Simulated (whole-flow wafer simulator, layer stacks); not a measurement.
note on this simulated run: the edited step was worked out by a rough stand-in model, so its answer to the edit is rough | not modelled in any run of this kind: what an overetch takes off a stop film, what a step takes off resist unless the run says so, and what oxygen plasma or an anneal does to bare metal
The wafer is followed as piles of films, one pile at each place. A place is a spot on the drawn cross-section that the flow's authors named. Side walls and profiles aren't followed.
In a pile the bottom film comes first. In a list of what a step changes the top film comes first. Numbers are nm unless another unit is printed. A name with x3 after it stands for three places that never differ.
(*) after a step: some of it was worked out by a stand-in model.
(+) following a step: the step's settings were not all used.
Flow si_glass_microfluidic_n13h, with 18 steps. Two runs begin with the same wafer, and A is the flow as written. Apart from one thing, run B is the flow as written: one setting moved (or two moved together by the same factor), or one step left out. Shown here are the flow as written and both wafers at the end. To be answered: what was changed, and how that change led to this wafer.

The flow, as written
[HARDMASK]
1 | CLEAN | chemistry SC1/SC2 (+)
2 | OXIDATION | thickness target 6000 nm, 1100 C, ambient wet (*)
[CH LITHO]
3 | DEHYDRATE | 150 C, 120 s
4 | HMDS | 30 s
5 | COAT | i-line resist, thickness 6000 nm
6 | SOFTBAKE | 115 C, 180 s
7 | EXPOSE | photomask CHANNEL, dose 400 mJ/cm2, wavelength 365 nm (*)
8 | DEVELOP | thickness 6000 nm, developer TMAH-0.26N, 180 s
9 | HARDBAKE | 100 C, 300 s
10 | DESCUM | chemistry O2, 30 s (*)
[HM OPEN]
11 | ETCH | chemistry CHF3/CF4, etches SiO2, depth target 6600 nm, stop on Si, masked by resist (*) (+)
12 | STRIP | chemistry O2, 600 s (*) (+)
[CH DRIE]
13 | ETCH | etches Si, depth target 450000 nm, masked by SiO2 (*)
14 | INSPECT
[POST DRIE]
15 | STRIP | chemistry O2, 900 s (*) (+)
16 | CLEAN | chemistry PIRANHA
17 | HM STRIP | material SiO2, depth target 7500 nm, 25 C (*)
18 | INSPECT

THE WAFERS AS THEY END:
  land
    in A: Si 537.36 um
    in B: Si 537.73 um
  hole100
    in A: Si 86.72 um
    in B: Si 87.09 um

What caused this: step 2, OXIDATION: 1045 C was run, while the flow as written has 1100 C.

Step by step, how the change led to this:
  2 | OXIDATION | thickness target 6000 nm, 1100 C, ambient wet (*)
      land, hole100: A +6000 SiO2 (new film), -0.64 chemical SiO2 (all of it), -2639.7 Si | B +5155.2 SiO2 (new film), -0.64 chemical SiO2 (all of it), -2268 Si
  11 | ETCH | chemistry CHF3/CF4, etches SiO2, depth target 6600 nm, stop on Si, masked by resist (*) (+)
      hole100: A -6000 SiO2 (all of it) | B -5155.2 SiO2 (all of it)
  17 | HM STRIP | material SiO2, depth target 7500 nm, 25 C (*)
      land: A -2995.7 SiO2 (all of it) | B -2150.9 SiO2 (all of it)
